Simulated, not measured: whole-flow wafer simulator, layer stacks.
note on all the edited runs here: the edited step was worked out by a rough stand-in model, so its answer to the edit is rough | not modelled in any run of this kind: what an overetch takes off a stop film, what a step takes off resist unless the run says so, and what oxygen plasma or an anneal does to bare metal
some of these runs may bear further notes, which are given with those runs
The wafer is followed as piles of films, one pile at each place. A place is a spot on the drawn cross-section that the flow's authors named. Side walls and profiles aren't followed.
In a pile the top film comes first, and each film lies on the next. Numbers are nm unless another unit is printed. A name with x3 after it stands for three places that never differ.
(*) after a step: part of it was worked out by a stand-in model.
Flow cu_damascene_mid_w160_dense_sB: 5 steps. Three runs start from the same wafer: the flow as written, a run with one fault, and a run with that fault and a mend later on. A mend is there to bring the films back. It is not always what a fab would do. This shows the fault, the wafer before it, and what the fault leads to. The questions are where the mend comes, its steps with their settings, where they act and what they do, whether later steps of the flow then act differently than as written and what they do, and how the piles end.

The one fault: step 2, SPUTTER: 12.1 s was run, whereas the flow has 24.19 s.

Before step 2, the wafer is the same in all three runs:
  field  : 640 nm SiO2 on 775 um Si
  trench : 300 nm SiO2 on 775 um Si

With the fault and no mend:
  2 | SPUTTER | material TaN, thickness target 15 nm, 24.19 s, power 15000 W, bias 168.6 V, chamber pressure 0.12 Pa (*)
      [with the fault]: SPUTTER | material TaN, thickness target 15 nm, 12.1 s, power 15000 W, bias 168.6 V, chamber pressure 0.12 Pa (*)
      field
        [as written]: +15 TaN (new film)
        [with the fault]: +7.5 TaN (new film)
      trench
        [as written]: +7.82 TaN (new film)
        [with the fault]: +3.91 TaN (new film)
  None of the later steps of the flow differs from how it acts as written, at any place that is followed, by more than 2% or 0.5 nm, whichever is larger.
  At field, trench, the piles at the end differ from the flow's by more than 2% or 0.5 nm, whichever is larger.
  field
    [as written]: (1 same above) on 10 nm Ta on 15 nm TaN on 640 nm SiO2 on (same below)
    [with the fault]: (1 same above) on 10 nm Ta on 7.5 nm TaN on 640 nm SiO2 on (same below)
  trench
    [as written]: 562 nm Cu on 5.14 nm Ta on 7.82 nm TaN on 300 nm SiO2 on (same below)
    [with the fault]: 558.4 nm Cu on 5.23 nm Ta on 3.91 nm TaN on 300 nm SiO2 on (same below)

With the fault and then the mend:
  The mend follows step 2.
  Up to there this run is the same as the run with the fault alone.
  2a | SPUTTER | material TaN, thickness target 15 nm, 12.09 s, power 15000 W, bias 168.6 V, chamber pressure 0.12 Pa (*) (a further turn of the flow's step 2, with different settings)
      field
        +7.5 TaN
      trench
        +3.84 TaN
  None of the later steps of the flow differs from how it acts as written, at any place that is followed, by more than 2% or 0.5 nm, whichever is larger.
  When the end is reached, the piles differ only a little from the flow's at the places that both follow, at most by 2% or 0.5 nm, whichever is larger.
